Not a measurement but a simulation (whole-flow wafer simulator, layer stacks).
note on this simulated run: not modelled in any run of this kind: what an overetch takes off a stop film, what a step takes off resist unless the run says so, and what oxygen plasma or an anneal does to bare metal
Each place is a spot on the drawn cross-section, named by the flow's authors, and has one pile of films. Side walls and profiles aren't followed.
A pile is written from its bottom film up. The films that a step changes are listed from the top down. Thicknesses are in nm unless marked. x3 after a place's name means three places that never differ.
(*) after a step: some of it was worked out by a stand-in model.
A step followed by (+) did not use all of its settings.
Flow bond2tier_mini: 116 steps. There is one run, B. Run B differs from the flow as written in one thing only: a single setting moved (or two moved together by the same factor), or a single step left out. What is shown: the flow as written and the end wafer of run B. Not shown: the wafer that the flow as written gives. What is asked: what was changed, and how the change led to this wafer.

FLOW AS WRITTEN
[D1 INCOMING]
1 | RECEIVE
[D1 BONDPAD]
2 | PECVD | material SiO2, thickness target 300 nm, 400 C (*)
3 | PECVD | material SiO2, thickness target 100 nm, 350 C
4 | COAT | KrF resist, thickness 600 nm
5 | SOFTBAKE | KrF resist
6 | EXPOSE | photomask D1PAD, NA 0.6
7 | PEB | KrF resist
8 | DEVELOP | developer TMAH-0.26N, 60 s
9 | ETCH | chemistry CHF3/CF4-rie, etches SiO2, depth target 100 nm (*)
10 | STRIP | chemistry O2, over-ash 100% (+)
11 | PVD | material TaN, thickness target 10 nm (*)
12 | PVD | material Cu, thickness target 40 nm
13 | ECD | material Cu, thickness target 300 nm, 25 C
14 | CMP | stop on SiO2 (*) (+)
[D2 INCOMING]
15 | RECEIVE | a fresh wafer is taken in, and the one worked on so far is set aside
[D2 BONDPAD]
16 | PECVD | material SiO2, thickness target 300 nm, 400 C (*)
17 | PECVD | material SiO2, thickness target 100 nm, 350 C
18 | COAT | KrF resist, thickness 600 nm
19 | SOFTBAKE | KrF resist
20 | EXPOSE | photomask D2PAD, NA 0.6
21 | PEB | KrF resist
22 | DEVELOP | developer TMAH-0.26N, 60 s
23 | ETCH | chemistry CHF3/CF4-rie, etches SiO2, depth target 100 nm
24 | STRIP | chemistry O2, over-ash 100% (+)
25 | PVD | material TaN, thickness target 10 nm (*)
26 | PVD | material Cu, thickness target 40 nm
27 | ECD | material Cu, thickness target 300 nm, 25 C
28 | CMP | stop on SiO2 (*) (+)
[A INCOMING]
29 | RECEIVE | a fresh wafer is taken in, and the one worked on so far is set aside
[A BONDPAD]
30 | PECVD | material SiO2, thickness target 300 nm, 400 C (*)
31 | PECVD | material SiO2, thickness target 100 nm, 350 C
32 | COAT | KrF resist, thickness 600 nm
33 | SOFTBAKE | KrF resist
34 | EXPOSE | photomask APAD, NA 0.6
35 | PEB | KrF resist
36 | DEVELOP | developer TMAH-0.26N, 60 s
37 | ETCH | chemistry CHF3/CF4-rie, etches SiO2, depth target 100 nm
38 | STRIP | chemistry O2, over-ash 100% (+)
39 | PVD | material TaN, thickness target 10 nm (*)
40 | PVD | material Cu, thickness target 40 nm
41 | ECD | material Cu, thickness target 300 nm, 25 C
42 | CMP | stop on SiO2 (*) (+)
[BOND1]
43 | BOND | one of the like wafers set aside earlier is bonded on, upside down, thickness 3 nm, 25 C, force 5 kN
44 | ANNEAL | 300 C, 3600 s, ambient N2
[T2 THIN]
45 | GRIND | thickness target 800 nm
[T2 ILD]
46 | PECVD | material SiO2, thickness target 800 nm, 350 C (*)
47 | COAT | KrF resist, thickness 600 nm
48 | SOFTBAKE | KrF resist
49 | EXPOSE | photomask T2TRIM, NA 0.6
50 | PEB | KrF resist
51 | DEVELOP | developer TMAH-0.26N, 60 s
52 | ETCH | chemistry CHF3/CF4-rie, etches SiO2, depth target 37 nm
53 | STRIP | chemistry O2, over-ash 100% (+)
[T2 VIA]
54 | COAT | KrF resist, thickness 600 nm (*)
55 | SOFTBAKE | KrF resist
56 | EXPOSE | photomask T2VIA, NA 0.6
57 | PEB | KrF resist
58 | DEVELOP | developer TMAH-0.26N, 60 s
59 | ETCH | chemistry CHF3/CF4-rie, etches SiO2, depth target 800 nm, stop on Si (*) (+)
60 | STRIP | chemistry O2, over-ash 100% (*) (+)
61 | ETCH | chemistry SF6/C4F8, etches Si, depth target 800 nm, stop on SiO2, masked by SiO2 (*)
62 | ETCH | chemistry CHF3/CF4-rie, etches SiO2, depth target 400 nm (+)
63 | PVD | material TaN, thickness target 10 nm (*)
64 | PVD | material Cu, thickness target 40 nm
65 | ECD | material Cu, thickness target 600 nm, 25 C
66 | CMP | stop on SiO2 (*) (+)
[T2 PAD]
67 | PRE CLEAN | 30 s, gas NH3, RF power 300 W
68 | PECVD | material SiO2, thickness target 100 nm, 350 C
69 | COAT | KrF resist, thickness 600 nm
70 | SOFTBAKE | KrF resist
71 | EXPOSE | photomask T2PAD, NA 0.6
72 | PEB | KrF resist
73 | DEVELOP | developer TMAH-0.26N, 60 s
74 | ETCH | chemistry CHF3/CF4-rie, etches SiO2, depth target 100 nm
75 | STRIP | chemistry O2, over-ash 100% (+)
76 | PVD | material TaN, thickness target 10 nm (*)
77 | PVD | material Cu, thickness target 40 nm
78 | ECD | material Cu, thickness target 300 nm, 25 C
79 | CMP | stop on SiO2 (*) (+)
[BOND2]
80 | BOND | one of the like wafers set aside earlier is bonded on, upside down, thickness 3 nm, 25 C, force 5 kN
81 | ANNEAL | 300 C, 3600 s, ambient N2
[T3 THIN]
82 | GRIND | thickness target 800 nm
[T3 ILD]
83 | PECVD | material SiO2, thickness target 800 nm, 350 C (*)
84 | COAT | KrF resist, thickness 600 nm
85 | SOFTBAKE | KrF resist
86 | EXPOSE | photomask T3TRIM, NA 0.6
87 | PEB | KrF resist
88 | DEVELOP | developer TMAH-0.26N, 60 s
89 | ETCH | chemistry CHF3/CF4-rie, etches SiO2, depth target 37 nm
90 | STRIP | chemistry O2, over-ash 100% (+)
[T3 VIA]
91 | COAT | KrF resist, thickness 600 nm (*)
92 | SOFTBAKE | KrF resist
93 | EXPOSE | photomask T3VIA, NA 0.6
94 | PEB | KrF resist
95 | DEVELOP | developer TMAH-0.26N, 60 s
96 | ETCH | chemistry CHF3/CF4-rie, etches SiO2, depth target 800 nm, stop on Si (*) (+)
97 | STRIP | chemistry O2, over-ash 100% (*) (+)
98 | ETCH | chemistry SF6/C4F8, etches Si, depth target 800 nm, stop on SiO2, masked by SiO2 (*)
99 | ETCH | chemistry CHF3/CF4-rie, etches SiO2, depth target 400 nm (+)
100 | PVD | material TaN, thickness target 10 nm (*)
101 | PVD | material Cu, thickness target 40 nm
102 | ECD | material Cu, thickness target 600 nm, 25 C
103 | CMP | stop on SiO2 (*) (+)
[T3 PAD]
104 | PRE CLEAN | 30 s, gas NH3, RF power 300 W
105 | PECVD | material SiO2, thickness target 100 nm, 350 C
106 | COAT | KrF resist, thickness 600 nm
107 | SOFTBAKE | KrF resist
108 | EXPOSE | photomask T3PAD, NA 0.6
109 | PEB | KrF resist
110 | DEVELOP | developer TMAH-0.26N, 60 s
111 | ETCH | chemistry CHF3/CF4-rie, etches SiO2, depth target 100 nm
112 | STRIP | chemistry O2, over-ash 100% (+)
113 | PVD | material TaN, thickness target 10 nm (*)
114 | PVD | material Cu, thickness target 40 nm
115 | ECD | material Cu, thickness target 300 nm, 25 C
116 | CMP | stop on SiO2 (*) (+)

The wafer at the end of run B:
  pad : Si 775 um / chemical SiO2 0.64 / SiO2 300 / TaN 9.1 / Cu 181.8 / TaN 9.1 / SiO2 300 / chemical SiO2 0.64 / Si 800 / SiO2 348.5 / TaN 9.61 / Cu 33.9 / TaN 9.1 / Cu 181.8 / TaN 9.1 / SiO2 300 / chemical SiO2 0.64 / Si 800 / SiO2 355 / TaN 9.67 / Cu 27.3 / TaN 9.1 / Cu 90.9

What caused this: step 52, ETCH: depth target 43.5 nm was run, though the flow has depth target 37 nm.

The path from the change to this, step by step:
  52 | ETCH | chemistry CHF3/CF4-rie, etches SiO2, depth target 37 nm
      pad, via: SiO2 loses 43.5 (it would be, as written: SiO2 loses 37)
      field: KrF resist loses 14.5 (it would be, as written: KrF resist loses 12.3)
